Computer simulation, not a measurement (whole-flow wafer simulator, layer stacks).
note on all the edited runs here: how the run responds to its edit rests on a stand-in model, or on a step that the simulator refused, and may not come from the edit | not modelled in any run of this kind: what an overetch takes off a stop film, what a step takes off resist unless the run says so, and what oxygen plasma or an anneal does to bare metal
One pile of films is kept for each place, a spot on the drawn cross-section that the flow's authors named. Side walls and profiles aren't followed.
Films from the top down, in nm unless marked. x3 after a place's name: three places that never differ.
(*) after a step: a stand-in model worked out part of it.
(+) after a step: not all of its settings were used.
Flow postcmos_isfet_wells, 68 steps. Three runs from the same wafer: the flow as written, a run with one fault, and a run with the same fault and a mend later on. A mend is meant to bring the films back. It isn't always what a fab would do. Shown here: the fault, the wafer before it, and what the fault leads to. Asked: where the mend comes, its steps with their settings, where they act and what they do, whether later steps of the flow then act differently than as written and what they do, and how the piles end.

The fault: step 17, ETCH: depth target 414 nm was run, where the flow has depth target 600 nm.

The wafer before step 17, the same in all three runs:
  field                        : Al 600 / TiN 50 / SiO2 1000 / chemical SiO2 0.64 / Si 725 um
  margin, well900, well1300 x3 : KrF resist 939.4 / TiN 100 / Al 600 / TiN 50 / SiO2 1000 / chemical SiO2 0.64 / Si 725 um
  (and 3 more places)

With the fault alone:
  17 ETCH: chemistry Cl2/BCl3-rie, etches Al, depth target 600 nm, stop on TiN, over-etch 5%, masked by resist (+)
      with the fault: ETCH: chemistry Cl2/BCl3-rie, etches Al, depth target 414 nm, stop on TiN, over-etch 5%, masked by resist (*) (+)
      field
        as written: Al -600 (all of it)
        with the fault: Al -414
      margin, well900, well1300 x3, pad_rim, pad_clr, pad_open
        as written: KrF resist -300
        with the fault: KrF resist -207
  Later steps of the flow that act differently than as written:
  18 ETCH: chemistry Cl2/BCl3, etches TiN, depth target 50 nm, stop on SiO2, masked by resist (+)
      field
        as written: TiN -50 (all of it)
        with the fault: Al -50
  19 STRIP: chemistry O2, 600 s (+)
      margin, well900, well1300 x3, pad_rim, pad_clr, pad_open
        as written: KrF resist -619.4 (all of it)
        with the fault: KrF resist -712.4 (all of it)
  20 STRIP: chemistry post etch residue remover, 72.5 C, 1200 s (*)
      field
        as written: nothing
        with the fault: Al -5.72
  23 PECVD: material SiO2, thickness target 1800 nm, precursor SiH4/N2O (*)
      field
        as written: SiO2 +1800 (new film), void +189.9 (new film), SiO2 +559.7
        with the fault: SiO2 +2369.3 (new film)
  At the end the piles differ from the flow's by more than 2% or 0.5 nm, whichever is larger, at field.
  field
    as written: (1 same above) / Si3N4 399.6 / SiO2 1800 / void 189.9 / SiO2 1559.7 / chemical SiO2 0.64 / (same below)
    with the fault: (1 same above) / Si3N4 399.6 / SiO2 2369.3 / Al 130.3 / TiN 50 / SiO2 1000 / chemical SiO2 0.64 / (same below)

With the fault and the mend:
  The mend comes after step 17.
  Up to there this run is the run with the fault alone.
  17a ETCH: chemistry Cl2/BCl3-rie, etches Al, depth target 186 nm, stop on TiN, over-etch 5%, masked by resist (the flow's step 17 once more, with other settings)
      margin, well900, well1300 x3, pad_rim, pad_clr, pad_open
        KrF resist -93
      field
        Al -186 (all of it)
  No later step of the flow acts differently than as written at any place that is followed.
  At the end the piles are the same as the flow's at every place that both follow.
